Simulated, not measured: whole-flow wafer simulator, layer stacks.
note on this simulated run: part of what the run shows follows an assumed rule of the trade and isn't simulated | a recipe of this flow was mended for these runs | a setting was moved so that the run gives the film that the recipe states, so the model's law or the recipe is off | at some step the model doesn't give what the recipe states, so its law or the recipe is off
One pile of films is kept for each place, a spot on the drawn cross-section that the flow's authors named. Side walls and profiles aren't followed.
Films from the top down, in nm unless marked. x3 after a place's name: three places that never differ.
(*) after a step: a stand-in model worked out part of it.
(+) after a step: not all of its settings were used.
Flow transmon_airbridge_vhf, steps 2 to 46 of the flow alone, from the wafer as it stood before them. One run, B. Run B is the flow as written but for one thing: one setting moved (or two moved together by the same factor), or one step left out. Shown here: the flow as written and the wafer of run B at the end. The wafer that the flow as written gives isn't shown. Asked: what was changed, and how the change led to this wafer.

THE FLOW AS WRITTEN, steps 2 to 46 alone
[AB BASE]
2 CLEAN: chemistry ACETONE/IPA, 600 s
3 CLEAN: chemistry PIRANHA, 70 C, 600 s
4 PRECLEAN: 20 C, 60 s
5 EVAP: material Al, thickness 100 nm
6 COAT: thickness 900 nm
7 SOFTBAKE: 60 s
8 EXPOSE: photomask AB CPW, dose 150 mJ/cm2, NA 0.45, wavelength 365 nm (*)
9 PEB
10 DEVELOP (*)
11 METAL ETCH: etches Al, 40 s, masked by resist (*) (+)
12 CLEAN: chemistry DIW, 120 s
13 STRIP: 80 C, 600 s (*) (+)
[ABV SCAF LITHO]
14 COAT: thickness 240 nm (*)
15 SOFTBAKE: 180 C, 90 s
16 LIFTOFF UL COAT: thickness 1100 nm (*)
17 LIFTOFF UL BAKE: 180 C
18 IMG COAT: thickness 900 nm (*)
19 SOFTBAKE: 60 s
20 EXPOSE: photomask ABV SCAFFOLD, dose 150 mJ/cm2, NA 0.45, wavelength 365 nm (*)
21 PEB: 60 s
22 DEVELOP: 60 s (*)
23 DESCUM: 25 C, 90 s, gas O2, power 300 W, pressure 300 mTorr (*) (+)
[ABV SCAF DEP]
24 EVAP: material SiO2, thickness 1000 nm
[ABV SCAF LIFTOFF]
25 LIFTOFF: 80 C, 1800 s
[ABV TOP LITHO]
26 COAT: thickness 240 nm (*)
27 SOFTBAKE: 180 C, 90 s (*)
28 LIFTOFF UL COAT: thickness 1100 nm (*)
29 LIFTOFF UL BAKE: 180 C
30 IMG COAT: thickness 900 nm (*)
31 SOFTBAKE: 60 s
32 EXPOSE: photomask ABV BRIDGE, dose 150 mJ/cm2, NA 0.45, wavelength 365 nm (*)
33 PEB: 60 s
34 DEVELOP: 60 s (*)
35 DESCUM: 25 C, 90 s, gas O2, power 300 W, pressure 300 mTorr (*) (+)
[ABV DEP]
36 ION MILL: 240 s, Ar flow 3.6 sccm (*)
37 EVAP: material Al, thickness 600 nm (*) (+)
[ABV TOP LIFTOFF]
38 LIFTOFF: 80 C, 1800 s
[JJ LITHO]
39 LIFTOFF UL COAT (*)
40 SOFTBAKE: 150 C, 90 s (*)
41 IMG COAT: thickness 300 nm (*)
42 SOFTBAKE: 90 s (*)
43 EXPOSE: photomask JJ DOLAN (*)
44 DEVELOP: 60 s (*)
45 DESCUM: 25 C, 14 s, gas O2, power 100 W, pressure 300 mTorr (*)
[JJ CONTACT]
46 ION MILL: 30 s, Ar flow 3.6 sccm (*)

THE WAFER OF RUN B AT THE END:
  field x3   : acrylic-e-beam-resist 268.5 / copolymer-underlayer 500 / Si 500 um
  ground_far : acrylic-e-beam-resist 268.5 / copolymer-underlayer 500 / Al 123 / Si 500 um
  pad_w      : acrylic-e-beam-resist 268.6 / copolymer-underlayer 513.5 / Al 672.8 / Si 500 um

The cause: step 5, EVAP: thickness 123 nm was run, where the flow has thickness 100 nm.
It can be read off the wafer: ground_far has Al 123, and step 5 as written asks for 100 nm.

How the change led to this, step by step:
  5 EVAP: material Al, thickness 100 nm
      field x3, jj_line, ground_far and 12 more: Al +123 (new film) (as written it would be: Al +100 (new film))
  11 METAL ETCH: etches Al, 40 s, masked by resist (*) (+)
      field x3, jj_line, gap_w, gap_e: Al -109.7 (all of it), Si -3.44 (as written it would be: Al -86.7 (all of it), Si -11.1)
